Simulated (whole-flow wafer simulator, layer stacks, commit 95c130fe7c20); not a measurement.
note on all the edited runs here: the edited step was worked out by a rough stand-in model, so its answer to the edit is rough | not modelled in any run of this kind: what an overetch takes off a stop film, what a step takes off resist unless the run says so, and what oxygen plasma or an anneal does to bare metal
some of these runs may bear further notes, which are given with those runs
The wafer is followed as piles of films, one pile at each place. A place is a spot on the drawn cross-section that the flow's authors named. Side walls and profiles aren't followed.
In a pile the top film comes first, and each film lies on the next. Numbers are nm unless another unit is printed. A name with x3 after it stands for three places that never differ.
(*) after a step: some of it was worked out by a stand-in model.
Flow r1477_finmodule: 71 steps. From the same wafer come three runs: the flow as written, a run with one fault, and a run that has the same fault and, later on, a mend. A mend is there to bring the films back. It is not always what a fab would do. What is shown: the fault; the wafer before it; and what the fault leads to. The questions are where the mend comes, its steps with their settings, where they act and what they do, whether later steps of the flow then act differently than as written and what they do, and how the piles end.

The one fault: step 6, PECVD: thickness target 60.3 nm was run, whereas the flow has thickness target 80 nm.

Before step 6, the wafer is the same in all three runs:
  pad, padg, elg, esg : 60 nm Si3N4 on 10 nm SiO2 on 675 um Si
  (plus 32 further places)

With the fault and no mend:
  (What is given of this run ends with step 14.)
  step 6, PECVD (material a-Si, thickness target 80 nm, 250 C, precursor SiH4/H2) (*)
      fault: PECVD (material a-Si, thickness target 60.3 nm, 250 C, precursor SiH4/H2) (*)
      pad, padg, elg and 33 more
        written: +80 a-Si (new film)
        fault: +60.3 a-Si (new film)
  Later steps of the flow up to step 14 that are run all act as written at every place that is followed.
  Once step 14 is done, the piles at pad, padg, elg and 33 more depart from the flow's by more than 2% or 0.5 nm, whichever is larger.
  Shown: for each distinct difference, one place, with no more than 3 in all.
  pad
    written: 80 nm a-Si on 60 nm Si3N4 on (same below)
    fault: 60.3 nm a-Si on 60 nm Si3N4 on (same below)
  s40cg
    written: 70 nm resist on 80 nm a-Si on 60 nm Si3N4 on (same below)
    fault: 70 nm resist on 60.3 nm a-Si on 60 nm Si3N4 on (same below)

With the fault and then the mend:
  The mend stands after step 7.
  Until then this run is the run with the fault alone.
  step 7a, PECVD (material a-Si, thickness target 19.7 nm, 250 C, precursor SiH4/H2) (*) (the flow's step 6, run once more with other settings)
      pad, padg, elg and 33 more
        +19.7 a-Si
  Later steps of the flow that are run all act as written at every place that is followed.
  At every place that both follow, the piles at the end match the flow's.
